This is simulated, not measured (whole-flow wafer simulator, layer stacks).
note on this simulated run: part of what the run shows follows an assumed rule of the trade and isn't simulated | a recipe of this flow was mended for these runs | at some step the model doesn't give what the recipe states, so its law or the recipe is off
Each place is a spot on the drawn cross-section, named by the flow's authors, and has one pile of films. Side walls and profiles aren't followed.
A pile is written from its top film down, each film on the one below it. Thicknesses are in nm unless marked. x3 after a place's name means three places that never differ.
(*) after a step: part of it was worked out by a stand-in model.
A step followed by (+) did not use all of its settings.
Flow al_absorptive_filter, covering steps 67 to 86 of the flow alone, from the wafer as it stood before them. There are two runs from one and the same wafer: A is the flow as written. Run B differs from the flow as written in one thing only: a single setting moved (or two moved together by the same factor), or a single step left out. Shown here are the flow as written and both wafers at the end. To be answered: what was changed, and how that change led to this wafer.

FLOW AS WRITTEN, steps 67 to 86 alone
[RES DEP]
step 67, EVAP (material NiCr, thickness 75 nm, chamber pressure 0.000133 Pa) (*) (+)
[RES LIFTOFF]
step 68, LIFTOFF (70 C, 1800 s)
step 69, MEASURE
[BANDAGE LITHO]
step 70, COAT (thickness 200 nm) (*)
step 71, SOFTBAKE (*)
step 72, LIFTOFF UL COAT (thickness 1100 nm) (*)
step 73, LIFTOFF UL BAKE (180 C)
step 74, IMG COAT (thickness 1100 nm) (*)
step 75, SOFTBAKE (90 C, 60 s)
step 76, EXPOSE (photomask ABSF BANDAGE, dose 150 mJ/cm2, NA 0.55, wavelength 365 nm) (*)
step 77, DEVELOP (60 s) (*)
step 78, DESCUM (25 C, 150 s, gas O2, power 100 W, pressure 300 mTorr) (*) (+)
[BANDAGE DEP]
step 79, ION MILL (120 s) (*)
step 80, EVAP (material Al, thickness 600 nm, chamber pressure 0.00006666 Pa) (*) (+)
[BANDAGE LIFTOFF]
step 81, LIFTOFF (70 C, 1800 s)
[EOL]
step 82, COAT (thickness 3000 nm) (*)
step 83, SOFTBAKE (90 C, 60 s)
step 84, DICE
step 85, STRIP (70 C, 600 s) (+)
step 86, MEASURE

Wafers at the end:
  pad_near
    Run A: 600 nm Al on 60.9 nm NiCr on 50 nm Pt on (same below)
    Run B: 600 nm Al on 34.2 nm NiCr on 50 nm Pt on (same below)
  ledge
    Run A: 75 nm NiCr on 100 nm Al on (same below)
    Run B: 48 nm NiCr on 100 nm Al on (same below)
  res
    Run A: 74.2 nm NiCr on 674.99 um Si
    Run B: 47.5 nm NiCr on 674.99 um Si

The reason: step 67, EVAP: thickness 48 nm was run, whereas the flow has thickness 75 nm.
The wafer lets one read it off: ledge has NiCr 48, and step 67 as written asks for 75 nm.

The path from the change to this, step by step:
  step 67, EVAP (material NiCr, thickness 75 nm, chamber pressure 0.000133 Pa) (*) (+)
      gnd, pad_far, ledge and 9 more: A +75 NiCr (new film) | B +48 NiCr (new film)
      pad_near, res: A +74.2 NiCr (new film) | B +47.5 NiCr (new film)
  step 68, LIFTOFF (70 C, 1800 s)
      xa_field, xl_land, idc_field: A -75 NiCr (all of it), -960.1 i-line-resist (all of it), -1100 lift-off-underlayer (all of it), -200 acrylic-e-beam-resist (all of it) | B -48 NiCr (all of it), -960.1 i-line-resist (all of it), -1100 lift-off-underlayer (all of it), -200 acrylic-e-beam-resist (all of it)
      gnd: A -75 NiCr (all of it), -959.5 i-line-resist (all of it), -1100.9 lift-off-underlayer (all of it), -200.6 acrylic-e-beam-resist (all of it) | B -48 NiCr (all of it), -959.5 i-line-resist (all of it), -1100.9 lift-off-underlayer (all of it), -200.6 acrylic-e-beam-resist (all of it)
      (also at 7 further places)
  step 70, COAT (thickness 200 nm) (*)
      pad_near: A +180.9 acrylic-e-beam-resist (new film) | B +185.2 acrylic-e-beam-resist (new film)
      res: A +218.1 acrylic-e-beam-resist (new film) | B +222.9 acrylic-e-beam-resist (new film)
  step 78, DESCUM (25 C, 150 s, gas O2, power 100 W, pressure 300 mTorr) (*) (+)
      pad_near: A -180.9 acrylic-e-beam-resist (all of it) | B -185.2 acrylic-e-beam-resist (all of it)
  step 81, LIFTOFF (70 C, 1800 s)
      res: A -600 Al (all of it), -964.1 i-line-resist (all of it), -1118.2 lift-off-underlayer (all of it), -218.1 acrylic-e-beam-resist (all of it) | B -600 Al (all of it), -972 i-line-resist (all of it), -1129 lift-off-underlayer (all of it), -222.9 acrylic-e-beam-resist (all of it)
  step 83, SOFTBAKE (90 C, 60 s)
      gnd: A +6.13 i-line-resist | B +5.02 i-line-resist
      pad_near: A -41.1 i-line-resist | B -39.4 i-line-resist
      (also at 2 further places)
